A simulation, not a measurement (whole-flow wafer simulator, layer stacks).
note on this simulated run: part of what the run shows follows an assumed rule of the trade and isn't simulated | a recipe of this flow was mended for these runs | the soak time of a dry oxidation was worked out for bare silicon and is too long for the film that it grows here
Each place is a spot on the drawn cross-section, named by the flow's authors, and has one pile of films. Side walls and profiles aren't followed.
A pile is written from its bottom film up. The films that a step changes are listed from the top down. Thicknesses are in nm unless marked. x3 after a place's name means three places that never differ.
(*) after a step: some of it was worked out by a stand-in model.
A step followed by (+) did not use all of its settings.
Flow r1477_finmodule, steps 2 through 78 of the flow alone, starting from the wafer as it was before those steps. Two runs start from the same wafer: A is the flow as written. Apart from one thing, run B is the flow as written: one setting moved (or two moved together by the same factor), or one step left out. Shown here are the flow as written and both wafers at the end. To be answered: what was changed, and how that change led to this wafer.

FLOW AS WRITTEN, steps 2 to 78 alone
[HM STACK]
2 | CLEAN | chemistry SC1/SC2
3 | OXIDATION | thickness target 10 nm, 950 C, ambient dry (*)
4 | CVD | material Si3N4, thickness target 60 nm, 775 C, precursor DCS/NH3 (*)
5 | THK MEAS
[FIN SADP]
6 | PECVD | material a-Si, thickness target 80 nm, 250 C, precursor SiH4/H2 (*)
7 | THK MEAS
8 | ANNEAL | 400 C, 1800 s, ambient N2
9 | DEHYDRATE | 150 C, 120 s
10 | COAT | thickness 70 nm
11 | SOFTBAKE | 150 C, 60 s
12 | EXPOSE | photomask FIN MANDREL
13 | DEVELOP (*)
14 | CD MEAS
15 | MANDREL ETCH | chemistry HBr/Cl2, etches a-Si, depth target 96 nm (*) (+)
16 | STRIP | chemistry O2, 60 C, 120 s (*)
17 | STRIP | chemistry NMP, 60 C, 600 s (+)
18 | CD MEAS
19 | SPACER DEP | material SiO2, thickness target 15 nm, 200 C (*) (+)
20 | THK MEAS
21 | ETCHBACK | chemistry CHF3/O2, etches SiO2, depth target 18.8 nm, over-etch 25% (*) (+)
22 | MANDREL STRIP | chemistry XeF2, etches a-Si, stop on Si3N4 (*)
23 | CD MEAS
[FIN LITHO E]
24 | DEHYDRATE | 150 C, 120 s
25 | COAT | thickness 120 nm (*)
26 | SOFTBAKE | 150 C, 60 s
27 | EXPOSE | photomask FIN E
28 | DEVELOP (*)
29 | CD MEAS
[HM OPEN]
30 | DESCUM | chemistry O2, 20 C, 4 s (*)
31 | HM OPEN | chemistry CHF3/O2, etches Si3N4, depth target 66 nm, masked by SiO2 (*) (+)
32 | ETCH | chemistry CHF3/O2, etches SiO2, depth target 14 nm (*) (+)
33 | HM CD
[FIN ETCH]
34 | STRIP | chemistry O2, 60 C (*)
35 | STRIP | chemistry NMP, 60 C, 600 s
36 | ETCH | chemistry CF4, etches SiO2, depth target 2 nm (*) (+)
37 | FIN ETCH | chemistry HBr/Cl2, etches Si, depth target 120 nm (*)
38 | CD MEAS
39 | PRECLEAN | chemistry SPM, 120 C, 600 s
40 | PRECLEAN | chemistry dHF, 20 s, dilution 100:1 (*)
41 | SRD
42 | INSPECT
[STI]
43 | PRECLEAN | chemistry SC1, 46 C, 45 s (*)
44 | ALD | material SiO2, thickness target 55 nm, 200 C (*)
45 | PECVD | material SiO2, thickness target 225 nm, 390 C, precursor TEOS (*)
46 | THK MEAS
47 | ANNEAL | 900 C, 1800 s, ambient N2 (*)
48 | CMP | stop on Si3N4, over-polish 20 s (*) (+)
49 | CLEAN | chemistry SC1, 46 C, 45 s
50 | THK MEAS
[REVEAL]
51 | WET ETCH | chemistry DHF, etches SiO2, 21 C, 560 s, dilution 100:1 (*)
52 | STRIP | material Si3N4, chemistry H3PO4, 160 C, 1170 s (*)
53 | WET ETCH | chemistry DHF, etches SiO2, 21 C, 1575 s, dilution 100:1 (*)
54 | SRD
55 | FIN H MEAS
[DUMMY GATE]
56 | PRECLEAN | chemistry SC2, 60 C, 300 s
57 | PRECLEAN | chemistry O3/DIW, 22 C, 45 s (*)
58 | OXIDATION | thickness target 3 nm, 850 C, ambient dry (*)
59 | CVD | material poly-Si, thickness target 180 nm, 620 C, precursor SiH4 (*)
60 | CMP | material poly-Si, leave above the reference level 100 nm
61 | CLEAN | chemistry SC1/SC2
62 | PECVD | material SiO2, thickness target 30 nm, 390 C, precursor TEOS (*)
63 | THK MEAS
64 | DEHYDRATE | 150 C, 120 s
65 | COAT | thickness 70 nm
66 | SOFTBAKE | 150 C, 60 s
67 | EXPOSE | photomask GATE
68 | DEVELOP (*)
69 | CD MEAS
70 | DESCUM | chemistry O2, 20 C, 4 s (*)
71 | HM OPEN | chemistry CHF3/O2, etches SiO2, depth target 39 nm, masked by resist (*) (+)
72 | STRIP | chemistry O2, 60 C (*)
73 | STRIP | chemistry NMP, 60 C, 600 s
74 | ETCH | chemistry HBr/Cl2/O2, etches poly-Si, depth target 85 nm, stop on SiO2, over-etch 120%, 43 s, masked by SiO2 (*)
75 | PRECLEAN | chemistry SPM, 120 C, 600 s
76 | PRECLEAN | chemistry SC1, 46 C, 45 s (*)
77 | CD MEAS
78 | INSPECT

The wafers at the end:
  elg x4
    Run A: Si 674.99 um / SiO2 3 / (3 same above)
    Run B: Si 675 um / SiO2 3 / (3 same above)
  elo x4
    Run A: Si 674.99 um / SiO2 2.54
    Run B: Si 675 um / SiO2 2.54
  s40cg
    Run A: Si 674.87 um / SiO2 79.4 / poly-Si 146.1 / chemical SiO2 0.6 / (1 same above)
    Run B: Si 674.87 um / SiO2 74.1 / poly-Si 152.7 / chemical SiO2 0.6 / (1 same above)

Cause: step 3, OXIDATION: 807.5 C was run, whereas the flow has 950 C.

The path from the change to this, step by step:
  3 | OXIDATION | thickness target 10 nm, 950 C, ambient dry (*)
      pad, padg, elg x4 and 30 more: A SiO2 gains 10 (new film), chemical SiO2 loses 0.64 (all of it), Si loses 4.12 | B SiO2 gains 3.31 (new film), chemical SiO2 loses 0.64 (all of it), Si loses 1.17
  31 | HM OPEN | chemistry CHF3/O2, etches Si3N4, depth target 66 nm, masked by SiO2 (*) (+)
      pad, padg, esg and 13 more: A Si3N4 loses 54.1 (all of it), SiO2 loses 5.95 | B Si3N4 loses 54.1 (all of it), SiO2 loses 3.31 (all of it), Si loses 2.86
  32 | ETCH | chemistry CHF3/O2, etches SiO2, depth target 14 nm (*) (+)
      e100sg, s40sg, e100so, s40so: A SiO2 loses 4.05 (all of it), Si loses 1.99 | B Si loses 2.5
      pad, padg: A SiO2 loses 4.05 (all of it), Si loses 1.99 | B Si loses 2.8
      (and at 16 other places as well)
  44 | ALD | material SiO2, thickness target 55 nm, 200 C (*)
      s40cg, s45cg, s50cg, s40co, s45co, s50co: A SiO2 gains 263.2 (new film) | B SiO2 gains 257.8 (new film)
  48 | CMP | stop on Si3N4, over-polish 20 s (*) (+)
      pad, padg: A SiO2 loses 79.4 | B SiO2 loses 82.4
  53 | WET ETCH | chemistry DHF, etches SiO2, 21 C, 1575 s, dilution 100:1 (*)
      elg x4, elo x4: A SiO2 loses 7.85 (all of it) | B SiO2 loses 1.16 (all of it)
      s40sg_line, s45sg_line, s50sg_line, s40so_line, s45so_line, s50so_line: A SiO2 loses 8.51 (all of it) | B SiO2 loses 1.83 (all of it)
  59 | CVD | material poly-Si, thickness target 180 nm, 620 C, precursor SiH4 (*)
      esg, e40sg, e100sg and 15 more: A poly-Si gains 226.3 (new film) | B poly-Si gains 233 (new film)
      e200sg, e200so: A poly-Si gains 219.2 (new film) | B poly-Si gains 233 (new film)
  60 | CMP | material poly-Si, leave above the reference level 100 nm
      pad, padg: A poly-Si loses 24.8 | B poly-Si loses 18.1
      e200sg, e200so: A poly-Si loses 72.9 | B poly-Si loses 80
  74 | ETCH | chemistry HBr/Cl2/O2, etches poly-Si, depth target 85 nm, stop on SiO2, over-etch 120%, 43 s, masked by SiO2 (*)
      eso, e40so, e100so and 7 more: A chemical SiO2 loses 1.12 (all of it), poly-Si loses 143.9 (all of it), SiO2 loses 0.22 | B chemical SiO2 loses 1.12 (all of it), poly-Si loses 150.6 (all of it), SiO2 loses 0.18
      pad: A chemical SiO2 loses 1.12 (all of it), poly-Si loses 152.8 (all of it), SiO2 loses 0.17 | B chemical SiO2 loses 1.12 (all of it), poly-Si loses 159.5 (all of it), SiO2 loses 0.14
